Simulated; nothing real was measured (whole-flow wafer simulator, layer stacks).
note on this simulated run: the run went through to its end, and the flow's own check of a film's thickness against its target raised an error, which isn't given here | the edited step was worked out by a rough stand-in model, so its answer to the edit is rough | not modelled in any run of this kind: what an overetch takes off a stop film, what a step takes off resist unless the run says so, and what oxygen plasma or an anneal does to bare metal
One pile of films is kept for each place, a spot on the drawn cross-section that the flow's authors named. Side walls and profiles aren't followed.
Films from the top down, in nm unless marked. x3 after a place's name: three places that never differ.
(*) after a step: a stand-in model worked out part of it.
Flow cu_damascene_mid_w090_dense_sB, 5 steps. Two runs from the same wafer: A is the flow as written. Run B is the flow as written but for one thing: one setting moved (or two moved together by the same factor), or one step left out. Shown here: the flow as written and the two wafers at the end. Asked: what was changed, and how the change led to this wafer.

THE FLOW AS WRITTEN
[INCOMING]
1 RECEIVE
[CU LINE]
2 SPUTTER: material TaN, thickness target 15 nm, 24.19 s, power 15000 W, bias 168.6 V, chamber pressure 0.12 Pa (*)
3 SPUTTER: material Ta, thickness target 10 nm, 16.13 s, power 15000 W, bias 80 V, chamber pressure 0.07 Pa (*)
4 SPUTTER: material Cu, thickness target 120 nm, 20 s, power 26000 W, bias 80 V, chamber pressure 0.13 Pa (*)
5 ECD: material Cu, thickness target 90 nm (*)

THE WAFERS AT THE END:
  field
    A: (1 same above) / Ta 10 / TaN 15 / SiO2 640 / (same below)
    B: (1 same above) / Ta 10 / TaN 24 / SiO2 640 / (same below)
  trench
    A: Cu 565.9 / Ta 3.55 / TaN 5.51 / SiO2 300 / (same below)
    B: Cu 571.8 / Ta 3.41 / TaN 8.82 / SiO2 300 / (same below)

The cause: step 2, SPUTTER: thickness target 24 nm was run, where the flow has thickness target 15 nm; step 2, SPUTTER: 38.7 s was run, where the flow has 24.19 s.
It can be read off the wafer: field has TaN 24, and step 2 as written asks for 15 nm.

How the change led to this, step by step:
  2 SPUTTER: material TaN, thickness target 15 nm, 24.19 s, power 15000 W, bias 168.6 V, chamber pressure 0.12 Pa (*)
      field: A TaN +15 (new film) | B TaN +24 (new film)
      trench: A TaN +5.51 (new film) | B TaN +8.82 (new film)
  4 SPUTTER: material Cu, thickness target 120 nm, 20 s, power 26000 W, bias 80 V, chamber pressure 0.13 Pa (*)
      trench: A Cu +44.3 (new film) | B Cu +42.9 (new film)
